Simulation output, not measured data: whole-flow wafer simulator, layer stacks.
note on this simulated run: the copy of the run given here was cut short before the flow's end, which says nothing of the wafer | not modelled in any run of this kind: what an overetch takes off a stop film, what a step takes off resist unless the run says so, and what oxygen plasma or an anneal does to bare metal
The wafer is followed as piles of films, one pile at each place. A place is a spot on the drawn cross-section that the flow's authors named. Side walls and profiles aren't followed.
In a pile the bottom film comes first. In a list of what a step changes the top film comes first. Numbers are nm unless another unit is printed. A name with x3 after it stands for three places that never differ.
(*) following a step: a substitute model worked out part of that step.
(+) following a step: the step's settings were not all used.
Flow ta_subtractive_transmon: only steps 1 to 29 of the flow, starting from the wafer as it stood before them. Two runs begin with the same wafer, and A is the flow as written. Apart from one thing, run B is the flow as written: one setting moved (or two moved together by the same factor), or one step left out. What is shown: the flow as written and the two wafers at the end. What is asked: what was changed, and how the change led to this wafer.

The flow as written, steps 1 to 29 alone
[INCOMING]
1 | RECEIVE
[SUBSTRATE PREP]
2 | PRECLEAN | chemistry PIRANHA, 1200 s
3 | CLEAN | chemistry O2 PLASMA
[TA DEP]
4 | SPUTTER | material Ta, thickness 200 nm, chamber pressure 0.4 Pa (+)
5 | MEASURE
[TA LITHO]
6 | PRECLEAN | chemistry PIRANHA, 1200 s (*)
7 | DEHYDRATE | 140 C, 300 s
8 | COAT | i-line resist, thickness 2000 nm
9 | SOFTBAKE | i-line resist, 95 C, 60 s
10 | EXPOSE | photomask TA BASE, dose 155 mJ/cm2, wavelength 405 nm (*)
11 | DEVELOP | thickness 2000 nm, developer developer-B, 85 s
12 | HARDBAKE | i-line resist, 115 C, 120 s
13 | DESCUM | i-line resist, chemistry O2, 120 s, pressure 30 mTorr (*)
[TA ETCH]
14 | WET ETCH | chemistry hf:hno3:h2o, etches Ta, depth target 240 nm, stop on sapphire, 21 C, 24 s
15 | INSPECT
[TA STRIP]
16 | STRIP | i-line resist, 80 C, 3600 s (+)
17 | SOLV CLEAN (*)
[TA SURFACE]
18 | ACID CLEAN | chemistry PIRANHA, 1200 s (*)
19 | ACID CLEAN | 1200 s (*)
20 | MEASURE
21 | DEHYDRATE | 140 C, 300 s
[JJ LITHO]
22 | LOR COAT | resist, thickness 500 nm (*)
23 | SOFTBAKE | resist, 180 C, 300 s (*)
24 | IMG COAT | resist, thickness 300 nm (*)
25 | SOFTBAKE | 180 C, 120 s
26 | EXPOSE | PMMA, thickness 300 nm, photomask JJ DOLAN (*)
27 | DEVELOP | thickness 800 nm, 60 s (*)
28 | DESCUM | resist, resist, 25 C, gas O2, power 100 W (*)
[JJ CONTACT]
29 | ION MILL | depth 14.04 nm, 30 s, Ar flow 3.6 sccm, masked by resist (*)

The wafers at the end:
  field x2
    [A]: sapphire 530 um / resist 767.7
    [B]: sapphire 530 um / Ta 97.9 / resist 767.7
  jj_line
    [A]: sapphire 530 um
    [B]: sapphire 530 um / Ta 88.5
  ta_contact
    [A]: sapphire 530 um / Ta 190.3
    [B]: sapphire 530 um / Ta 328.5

What caused this: step 4, SPUTTER: thickness 338.2 nm was run, while the flow as written has thickness 200 nm.

The path from the change to this, step by step:
  4 | SPUTTER | material Ta, thickness 200 nm, chamber pressure 0.4 Pa (+)
      field x2, jj_line, lead, ta_contact, ta_pad: A +200 Ta (new film) | B +338.2 Ta (new film)
  14 | WET ETCH | chemistry hf:hno3:h2o, etches Ta, depth target 240 nm, stop on sapphire, 21 C, 24 s
      field x2, jj_line, lead: A -200 Ta (all of it) | B -240 Ta
  22 | LOR COAT | resist, thickness 500 nm (*)
      ta_contact: A +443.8 resist (new film) | B +433.7 resist (new film)
  29 | ION MILL | depth 14.04 nm, 30 s, Ar flow 3.6 sccm, masked by resist (*)
      jj_line, lead: A -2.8 sapphire | B -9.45 Ta
With metal films that touch counted as one body, field x2 has 1 body; the flow as written gives 0 bodies.
With metal films that touch counted as one body, jj_line has 1 body; the flow as written gives 0 bodies.
